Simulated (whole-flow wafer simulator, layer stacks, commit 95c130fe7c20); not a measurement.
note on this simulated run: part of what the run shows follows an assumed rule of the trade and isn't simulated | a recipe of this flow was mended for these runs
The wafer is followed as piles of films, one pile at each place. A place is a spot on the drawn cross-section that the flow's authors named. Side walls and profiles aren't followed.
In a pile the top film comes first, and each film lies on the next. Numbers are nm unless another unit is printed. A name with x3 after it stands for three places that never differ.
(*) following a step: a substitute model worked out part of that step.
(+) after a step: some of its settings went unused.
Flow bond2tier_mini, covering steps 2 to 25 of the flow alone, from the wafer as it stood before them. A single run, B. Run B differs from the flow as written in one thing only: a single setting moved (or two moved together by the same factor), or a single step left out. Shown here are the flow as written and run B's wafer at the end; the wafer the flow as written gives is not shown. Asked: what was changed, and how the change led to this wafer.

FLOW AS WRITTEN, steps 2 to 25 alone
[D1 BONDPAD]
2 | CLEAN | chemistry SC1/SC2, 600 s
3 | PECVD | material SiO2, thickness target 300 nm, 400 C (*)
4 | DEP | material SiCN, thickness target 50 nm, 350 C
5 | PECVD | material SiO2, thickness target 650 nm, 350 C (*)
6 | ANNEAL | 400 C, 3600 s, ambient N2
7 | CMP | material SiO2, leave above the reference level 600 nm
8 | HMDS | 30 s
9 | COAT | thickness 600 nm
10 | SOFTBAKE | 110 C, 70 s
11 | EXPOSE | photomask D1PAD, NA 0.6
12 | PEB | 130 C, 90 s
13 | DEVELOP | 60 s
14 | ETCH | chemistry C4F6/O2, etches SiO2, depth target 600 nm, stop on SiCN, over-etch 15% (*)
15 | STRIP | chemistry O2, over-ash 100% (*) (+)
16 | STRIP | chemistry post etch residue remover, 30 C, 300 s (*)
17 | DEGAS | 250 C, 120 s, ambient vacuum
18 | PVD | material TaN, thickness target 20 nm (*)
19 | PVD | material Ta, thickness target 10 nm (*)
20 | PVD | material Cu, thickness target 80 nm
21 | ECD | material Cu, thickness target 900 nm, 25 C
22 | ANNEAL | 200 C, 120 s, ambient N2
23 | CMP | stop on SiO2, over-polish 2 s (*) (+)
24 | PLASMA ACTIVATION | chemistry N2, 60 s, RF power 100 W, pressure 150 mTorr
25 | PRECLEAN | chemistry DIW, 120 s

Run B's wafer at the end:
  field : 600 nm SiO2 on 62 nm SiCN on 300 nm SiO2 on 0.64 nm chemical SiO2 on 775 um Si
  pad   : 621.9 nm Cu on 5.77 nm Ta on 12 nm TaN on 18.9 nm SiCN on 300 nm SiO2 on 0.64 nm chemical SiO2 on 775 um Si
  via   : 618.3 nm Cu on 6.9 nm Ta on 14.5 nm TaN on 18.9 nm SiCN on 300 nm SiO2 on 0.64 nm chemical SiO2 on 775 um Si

Cause: step 4, DEP: thickness target 62 nm was run, whereas the flow has thickness target 50 nm; step 14, ETCH: depth target 744 nm was run, where the flow has depth target 600 nm.
One can read it off the wafer: field has SiCN 62, and step 4 as written asks for 50 nm.

How this came from the change, step by step:
  4 | DEP | material SiCN, thickness target 50 nm, 350 C
      field, pad, via: +62 SiCN (new film) (as written it would have been: +50 SiCN (new film))
  14 | ETCH | chemistry C4F6/O2, etches SiO2, depth target 600 nm, stop on SiCN, over-etch 15% (*)
      pad, via: -600 SiO2 (all of it), -43.1 SiCN (as written it would have been: -600 SiO2 (all of it), -15.2 SiCN)
      field: -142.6 thick-KrF-resist (as written it would have been: -115 thick-KrF-resist)
  15 | STRIP | chemistry O2, over-ash 100% (*) (+)
      field: -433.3 thick-KrF-resist (all of it) (as written it would have been: -460.9 thick-KrF-resist (all of it))
  20 | PVD | material Cu, thickness target 80 nm
      via: +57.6 Cu (new film) (as written it would have been: +59 Cu (new film))
